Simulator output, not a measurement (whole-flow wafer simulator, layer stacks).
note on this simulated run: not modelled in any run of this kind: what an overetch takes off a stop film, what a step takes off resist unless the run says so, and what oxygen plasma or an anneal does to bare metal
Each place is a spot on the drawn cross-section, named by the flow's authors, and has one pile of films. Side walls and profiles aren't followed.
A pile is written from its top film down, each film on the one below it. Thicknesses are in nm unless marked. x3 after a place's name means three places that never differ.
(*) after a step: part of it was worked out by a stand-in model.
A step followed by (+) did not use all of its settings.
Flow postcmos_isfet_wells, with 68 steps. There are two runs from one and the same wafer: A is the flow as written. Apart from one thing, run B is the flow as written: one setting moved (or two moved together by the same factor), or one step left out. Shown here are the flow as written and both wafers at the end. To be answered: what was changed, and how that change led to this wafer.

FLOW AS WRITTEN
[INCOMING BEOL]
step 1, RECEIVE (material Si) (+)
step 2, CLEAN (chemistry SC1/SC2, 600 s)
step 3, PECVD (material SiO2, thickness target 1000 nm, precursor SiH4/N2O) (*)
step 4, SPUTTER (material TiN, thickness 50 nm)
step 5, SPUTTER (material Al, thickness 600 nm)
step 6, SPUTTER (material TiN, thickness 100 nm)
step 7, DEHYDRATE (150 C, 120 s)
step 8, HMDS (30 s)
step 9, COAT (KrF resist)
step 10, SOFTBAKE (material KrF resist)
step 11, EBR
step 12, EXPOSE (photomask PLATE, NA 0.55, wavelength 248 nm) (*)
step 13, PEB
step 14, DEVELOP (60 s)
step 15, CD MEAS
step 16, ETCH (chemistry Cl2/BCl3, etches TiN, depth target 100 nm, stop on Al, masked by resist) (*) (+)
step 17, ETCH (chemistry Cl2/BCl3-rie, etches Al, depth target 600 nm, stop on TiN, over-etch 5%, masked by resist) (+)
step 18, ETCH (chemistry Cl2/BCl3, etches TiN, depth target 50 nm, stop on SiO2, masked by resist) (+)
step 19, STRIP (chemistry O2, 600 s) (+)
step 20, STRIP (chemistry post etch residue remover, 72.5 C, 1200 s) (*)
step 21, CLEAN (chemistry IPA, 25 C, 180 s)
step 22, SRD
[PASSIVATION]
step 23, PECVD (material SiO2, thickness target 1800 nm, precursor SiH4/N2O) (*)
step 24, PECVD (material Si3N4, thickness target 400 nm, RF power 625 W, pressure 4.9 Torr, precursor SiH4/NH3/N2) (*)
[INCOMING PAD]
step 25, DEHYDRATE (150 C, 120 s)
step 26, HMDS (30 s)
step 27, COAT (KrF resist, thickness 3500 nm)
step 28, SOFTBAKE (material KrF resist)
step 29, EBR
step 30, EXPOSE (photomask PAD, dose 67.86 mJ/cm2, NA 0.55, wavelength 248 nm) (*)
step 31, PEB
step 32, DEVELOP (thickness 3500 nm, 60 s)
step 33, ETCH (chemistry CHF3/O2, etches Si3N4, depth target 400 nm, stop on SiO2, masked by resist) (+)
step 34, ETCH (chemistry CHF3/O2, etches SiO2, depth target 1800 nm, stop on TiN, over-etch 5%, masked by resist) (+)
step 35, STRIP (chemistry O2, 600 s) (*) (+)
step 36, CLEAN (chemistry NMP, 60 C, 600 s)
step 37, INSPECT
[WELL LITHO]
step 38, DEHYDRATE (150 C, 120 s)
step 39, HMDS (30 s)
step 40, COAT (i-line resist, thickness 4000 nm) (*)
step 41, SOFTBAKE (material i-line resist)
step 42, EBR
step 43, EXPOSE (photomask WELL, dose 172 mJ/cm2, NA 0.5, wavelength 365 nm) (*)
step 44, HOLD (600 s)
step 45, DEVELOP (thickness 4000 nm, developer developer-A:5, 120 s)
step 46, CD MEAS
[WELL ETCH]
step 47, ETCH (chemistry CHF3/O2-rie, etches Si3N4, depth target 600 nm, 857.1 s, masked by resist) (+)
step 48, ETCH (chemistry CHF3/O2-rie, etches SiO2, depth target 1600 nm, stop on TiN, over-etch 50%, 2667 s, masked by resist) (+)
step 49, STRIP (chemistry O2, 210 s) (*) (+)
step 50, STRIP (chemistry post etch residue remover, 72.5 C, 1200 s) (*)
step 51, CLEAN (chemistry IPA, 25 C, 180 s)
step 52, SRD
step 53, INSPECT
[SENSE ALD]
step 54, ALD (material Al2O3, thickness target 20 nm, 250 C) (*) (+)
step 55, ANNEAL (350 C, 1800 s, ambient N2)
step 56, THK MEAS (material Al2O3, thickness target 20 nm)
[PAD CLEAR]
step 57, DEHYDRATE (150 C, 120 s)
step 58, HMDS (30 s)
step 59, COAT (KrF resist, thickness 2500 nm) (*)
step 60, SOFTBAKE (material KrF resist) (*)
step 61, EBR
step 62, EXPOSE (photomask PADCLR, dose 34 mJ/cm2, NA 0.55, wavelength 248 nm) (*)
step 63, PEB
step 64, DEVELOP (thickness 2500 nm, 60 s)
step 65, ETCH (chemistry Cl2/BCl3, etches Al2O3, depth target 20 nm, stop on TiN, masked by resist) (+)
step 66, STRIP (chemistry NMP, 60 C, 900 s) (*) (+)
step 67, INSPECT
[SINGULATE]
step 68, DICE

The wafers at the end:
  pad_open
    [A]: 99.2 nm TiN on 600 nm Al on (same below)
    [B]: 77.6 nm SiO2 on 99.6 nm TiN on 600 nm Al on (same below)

Cause: step 33, ETCH: depth target 326.1 nm was run, though the flow has depth target 400 nm.

Step by step, how the change led to this:
  step 33, ETCH (chemistry CHF3/O2, etches Si3N4, depth target 400 nm, stop on SiO2, masked by resist) (+)
      pad_open: A -400 Si3N4 (all of it) | B -326.1 Si3N4
      field, margin, well900, well1300 x3, pad_rim, pad_clr: A -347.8 KrF resist | B -283.6 KrF resist
  step 34, ETCH (chemistry CHF3/O2, etches SiO2, depth target 1800 nm, stop on TiN, over-etch 5%, masked by resist) (+)
      pad_open: A -1800 SiO2 (all of it) | B -73.9 Si3N4 (all of it), -1722.4 SiO2
  step 35, STRIP (chemistry O2, 600 s) (*) (+)
      field, margin, well900, well1300 x3, pad_rim, pad_clr: A -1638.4 KrF resist (all of it) | B -1702.7 KrF resist (all of it)
  step 41, SOFTBAKE (material i-line resist)
      pad_clr: A -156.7 i-line resist | B -148.9 i-line resist
      pad_open: A +115.3 i-line resist | B +111.9 i-line resist
